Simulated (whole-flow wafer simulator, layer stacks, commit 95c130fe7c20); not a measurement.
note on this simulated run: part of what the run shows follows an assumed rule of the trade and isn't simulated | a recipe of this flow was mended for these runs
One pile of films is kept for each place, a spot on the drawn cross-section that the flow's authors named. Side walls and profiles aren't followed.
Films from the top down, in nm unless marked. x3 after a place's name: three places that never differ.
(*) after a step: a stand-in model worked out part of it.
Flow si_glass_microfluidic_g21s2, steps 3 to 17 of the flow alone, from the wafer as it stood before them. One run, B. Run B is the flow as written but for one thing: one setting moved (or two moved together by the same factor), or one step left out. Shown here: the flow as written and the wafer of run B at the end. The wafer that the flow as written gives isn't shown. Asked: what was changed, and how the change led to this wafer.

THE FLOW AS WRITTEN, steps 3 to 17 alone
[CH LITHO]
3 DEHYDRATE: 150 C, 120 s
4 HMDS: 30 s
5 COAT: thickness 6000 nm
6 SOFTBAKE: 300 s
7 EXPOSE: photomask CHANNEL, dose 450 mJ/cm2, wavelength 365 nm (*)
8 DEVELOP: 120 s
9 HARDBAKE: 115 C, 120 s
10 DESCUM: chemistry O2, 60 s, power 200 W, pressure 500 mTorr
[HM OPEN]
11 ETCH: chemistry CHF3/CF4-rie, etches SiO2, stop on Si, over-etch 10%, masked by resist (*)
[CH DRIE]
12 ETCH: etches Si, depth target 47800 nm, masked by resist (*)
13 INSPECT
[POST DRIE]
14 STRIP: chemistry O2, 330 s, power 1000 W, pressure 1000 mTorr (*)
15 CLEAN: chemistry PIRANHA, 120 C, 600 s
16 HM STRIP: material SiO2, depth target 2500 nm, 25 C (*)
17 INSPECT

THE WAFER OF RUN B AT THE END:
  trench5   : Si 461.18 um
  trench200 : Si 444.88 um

The cause: step 5, COAT: thickness 6720 nm was run, where the flow has thickness 6000 nm.

How the change led to this, step by step:
  5 COAT: thickness 6000 nm
      land, trench20, trench5, trench200: thick-i-line-resist +6720 (new film) (as written it would be: thick-i-line-resist +6000 (new film))
  8 DEVELOP: 120 s
      trench20, trench5, trench200: thick-i-line-resist -6720 (all of it) (as written it would be: thick-i-line-resist -6000 (all of it))
  9 HARDBAKE: 115 C, 120 s
      land: thick-i-line-resist -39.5 (as written it would be: thick-i-line-resist -33.5)
  12 ETCH: etches Si, depth target 47800 nm, masked by resist (*)
      trench5: Si -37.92 um (as written it would be: Si -38.09 um)
      trench200: Si -54.22 um (as written it would be: Si -54.08 um)
  14 STRIP: chemistry O2, 330 s, power 1000 W, pressure 1000 mTorr (*)
      land: thick-i-line-resist -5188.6 (all of it) (as written it would be: thick-i-line-resist -4476.3 (all of it))
